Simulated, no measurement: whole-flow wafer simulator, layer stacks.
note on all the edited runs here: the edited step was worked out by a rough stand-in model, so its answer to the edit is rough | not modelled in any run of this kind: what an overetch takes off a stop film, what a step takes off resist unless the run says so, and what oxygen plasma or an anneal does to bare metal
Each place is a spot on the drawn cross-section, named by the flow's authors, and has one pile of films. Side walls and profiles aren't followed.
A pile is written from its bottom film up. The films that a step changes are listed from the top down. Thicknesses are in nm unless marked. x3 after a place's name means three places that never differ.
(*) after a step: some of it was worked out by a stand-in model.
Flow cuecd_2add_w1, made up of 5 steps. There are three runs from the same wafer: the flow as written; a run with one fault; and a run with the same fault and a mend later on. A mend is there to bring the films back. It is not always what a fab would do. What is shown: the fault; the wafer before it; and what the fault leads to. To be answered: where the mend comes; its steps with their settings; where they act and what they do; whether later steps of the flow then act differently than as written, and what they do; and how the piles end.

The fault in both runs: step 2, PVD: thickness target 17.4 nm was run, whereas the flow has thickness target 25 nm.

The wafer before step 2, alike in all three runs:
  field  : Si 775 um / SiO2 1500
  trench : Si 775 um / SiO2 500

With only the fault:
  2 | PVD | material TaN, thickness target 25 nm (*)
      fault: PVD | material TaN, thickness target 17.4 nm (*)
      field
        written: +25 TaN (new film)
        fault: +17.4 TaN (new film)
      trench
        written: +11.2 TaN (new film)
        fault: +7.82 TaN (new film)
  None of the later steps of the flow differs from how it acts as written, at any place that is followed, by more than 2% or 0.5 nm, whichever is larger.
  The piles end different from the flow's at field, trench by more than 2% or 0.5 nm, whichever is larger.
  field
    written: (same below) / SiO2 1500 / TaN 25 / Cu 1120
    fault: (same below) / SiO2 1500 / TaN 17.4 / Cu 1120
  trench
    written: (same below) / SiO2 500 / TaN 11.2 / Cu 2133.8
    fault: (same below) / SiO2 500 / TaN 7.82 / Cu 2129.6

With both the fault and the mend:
  The mend follows step 2.
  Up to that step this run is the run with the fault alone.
  2a | PVD | material TaN, thickness target 7.6 nm (*) (the flow's step 2 again, with other settings)
      field
        +7.6 TaN
      trench
        +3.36 TaN
  None of the later steps of the flow acts differently than as written at any place that is followed.
  By the end, the piles equal the flow's at every place that both follow.
